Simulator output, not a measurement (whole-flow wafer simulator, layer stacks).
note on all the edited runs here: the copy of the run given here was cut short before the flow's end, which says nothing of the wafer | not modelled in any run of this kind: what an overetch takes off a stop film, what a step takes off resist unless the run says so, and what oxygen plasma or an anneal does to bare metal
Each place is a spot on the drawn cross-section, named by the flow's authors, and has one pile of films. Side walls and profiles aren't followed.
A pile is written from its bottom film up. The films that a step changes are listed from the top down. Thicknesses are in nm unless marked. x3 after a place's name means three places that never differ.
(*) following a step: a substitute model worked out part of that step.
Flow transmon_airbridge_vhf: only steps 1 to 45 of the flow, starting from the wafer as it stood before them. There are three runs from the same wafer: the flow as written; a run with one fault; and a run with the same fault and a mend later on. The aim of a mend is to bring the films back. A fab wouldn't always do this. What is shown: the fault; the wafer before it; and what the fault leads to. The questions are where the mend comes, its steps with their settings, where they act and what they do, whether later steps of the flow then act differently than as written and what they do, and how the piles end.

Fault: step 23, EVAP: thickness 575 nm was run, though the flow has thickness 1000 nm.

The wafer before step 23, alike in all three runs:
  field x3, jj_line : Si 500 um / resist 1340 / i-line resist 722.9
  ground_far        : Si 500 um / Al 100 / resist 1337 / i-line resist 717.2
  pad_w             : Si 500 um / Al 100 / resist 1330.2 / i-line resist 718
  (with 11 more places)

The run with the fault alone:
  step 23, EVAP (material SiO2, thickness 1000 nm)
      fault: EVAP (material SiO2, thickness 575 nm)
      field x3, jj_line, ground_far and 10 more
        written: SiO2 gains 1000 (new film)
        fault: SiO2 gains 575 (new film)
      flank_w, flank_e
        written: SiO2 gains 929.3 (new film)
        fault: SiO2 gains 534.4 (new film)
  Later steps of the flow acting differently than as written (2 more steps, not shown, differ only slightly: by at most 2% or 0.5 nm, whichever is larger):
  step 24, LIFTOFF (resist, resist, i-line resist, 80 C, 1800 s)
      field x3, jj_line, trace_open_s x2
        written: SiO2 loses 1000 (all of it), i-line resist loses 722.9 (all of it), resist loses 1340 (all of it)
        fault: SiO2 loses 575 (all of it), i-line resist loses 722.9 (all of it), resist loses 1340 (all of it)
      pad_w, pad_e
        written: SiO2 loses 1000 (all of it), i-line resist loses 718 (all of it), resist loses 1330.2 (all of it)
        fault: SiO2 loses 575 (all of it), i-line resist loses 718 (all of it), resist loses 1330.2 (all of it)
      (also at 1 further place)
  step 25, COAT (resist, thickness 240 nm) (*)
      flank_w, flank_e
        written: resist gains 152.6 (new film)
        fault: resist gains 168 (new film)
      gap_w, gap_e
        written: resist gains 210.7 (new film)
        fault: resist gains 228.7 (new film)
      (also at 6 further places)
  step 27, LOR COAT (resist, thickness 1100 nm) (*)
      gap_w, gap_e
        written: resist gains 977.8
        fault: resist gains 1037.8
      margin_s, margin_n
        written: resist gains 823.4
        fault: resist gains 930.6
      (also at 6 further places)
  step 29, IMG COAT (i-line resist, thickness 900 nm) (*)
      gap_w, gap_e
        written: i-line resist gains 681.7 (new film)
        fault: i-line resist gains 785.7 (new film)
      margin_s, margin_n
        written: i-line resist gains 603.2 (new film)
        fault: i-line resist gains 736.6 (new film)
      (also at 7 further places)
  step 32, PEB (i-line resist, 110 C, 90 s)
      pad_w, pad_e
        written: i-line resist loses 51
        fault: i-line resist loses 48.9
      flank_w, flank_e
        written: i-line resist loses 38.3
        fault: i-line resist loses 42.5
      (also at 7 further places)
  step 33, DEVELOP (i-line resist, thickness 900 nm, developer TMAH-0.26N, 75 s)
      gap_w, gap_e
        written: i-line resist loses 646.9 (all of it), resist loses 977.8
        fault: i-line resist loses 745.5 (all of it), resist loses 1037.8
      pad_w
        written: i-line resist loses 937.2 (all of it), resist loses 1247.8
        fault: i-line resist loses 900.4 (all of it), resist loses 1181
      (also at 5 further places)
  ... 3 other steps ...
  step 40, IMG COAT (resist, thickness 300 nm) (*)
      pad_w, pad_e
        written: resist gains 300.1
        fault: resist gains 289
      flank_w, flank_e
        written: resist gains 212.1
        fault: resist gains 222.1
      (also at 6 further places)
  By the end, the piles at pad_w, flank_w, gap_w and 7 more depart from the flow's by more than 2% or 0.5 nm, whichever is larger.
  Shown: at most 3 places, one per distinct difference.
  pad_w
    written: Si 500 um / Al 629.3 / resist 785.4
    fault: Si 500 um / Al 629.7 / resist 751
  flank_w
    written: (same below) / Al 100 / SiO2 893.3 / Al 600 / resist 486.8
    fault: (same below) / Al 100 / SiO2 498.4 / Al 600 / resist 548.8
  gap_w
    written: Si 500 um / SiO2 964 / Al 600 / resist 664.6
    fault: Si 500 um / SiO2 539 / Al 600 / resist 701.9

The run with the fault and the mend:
  The mend stands after step 23.
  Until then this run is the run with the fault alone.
  step 23a, EVAP (material SiO2, thickness 425 nm) (the flow's step 23, run once more with other settings)
      field x3, jj_line, ground_far and 10 more
        SiO2 gains 425
      flank_w, flank_e
        SiO2 gains 395.4
  None of the later steps of the flow differs from how it acts as written, at any place that is followed, by more than 2% or 0.5 nm, whichever is larger.
  The piles end only slightly different from the flow's at the places that both follow, by no more than 2% or 0.5 nm, whichever is larger.
